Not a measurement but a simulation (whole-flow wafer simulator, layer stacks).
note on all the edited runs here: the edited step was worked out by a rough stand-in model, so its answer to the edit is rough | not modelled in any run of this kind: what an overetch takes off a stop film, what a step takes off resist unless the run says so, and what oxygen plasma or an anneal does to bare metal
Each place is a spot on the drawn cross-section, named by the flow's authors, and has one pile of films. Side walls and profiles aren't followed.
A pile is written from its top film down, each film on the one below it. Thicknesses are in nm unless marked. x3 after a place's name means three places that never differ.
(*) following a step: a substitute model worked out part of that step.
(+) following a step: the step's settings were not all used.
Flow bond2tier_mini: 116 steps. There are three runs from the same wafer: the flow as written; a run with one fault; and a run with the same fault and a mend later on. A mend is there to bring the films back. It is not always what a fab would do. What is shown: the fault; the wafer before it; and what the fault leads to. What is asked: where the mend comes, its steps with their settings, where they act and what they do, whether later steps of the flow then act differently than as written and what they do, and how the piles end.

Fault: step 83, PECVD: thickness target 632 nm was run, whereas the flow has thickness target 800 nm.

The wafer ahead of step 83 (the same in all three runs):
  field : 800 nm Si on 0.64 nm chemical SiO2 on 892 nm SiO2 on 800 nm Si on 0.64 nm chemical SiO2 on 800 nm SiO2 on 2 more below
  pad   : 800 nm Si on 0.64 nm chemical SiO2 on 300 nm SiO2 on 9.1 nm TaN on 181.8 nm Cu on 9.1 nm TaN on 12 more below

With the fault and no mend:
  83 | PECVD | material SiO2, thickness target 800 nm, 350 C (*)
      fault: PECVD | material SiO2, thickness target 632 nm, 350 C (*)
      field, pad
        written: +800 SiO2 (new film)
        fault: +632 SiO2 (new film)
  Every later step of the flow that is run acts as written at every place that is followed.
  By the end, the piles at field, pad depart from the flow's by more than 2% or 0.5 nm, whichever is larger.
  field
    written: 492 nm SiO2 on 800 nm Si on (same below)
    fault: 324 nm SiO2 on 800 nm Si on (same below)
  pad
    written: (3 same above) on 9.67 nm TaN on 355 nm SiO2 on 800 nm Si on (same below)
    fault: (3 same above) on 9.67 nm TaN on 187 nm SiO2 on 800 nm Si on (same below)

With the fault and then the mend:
  After step 88 comes the mend.
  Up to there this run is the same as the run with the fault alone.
  88a | STRIP | chemistry O2, over-ash 100% (+)
      field
        -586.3 KrF resist (all of it)
  88b | PECVD | material SiO2, thickness target 168 nm, 350 C (the flow's step 83, run once more with other settings)
      field, pad
        +168 SiO2
  88c | COAT | KrF resist, thickness 600 nm (the flow's step 84, run once more)
      field, pad
        +600 KrF resist (new film)
  88d | SOFTBAKE | KrF resist (the flow's step 85, run once more)
      leaves every film unchanged at each place that is followed
  88e | EXPOSE | photomask T3TRIM, NA 0.6 (the flow's step 86, run once more)
      leaves every film unchanged at each place that is followed
  88f | PEB | KrF resist (the flow's step 87, run once more)
      leaves every film unchanged at each place that is followed
  88g | DEVELOP | developer TMAH-0.26N, 60 s (the flow's step 88, run once more)
      field
        -13.7 KrF resist
      pad
        -600 KrF resist (all of it)
  Every later step of the flow that is run acts as written at every place that is followed.
  By the end, the piles equal the flow's at every place that both follow.
